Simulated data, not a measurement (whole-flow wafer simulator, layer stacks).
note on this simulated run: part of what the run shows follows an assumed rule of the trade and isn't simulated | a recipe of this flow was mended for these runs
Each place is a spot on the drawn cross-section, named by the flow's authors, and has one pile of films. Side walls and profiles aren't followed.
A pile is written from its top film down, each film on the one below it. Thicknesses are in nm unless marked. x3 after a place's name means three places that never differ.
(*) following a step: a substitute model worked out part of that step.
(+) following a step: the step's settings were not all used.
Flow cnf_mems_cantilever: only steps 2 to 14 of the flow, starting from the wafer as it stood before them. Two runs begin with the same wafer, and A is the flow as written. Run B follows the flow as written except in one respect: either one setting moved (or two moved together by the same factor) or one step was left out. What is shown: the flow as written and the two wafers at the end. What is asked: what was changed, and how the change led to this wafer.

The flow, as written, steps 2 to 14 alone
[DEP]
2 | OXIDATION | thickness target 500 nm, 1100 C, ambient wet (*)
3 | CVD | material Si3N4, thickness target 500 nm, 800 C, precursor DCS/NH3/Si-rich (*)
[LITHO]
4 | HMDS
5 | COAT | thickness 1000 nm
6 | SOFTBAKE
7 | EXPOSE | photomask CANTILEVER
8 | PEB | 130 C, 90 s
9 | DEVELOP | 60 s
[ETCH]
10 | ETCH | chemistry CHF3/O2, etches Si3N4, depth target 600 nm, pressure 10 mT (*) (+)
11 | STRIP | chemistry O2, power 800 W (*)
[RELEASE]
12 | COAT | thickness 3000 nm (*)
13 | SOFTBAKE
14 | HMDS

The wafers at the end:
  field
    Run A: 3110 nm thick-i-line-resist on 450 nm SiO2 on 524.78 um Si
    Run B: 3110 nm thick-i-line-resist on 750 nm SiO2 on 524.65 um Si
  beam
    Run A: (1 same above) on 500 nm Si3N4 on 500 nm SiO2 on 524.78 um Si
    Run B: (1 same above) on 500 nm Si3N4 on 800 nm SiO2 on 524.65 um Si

What caused this: step 2, OXIDATION: thickness target 800 nm was run, though the flow has thickness target 500 nm.
The wafer itself shows it: beam has SiO2 800, and step 2 as written asks for 500 nm.

How this came from the change, step by step:
  2 | OXIDATION | thickness target 500 nm, 1100 C, ambient wet (*)
      field, beam: A SiO2 gains 500 (new film), chemical SiO2 loses 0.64 (all of it), Si loses 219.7 | B SiO2 gains 800 (new film), chemical SiO2 loses 0.64 (all of it), Si loses 351.7
